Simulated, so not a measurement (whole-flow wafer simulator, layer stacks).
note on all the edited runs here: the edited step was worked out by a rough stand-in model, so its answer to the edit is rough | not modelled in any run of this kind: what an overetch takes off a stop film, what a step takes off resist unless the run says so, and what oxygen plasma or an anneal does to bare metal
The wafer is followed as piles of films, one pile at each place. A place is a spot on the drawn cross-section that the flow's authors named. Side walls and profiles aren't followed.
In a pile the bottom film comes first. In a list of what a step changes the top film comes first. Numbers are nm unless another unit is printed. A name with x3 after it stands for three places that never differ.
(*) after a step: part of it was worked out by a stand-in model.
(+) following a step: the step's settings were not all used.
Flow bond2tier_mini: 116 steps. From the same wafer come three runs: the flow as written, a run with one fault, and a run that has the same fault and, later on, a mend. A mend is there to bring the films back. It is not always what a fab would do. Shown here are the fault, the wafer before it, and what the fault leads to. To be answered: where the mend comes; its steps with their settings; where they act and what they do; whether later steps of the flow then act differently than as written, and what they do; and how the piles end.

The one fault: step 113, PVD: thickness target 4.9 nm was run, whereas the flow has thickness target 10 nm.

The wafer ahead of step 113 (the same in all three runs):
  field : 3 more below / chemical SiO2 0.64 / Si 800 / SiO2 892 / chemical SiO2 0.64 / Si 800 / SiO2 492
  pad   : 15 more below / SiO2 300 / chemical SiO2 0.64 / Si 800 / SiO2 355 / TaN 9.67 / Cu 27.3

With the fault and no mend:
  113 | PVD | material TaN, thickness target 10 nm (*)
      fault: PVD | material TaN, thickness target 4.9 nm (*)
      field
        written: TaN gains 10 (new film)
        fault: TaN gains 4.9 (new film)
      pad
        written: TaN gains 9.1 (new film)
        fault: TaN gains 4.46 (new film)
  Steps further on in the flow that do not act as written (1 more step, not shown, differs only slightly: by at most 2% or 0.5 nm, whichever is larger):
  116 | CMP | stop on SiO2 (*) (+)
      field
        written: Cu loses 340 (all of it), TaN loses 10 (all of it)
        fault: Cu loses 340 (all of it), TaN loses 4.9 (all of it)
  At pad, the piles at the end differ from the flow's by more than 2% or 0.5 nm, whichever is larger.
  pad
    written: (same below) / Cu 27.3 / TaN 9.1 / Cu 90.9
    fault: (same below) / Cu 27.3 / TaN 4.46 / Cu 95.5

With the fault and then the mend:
  The mend follows step 113.
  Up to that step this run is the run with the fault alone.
  113a | PVD | material TaN, thickness target 5.1 nm (*) (the flow's step 113, run once more with other settings)
      field
        TaN gains 5.1
      pad
        TaN gains 4.64
  Later steps of the flow that are run all act as written at every place that is followed.
  The piles end the same as the flow's at every place that both follow.
